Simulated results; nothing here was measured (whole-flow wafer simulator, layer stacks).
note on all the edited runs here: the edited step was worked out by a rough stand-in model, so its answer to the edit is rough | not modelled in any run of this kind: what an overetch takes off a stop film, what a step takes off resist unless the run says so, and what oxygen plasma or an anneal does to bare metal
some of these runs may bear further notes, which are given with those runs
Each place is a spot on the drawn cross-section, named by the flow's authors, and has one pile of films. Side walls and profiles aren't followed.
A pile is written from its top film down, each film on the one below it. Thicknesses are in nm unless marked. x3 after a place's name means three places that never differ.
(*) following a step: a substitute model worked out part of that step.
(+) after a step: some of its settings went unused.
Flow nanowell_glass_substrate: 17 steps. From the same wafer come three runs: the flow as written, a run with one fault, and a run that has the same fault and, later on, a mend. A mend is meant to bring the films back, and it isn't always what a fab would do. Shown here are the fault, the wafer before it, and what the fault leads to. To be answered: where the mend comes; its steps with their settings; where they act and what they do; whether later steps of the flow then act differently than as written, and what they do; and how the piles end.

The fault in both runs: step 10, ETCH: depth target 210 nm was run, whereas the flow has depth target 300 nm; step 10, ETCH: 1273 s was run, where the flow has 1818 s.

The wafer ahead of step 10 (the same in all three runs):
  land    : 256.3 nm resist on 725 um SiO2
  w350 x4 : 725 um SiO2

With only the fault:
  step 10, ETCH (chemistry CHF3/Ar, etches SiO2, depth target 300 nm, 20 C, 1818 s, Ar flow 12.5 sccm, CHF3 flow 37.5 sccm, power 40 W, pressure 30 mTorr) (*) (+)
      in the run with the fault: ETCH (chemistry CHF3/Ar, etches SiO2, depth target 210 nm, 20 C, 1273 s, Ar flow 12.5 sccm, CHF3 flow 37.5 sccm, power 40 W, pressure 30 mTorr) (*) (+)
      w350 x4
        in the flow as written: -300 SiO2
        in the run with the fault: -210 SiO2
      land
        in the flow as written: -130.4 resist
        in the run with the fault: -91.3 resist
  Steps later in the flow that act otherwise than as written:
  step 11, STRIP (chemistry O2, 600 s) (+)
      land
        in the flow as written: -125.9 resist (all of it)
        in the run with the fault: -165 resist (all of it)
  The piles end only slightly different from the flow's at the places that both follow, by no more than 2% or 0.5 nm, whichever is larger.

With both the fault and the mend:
  The mend stands after step 10.
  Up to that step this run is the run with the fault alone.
  step 10a, ETCH (chemistry CHF3/Ar, etches SiO2, depth target 90 nm, 20 C, 545.4 s, Ar flow 12.5 sccm, CHF3 flow 37.5 sccm, power 40 W, pressure 30 mTorr) (*) (+) (the flow's step 10, run once more with other settings)
      w350 x4
        -90 SiO2
      land
        -39.1 resist
  Every later step of the flow that is run acts as written at every place that is followed.
  The piles end the same as the flow's at every place that both follow.
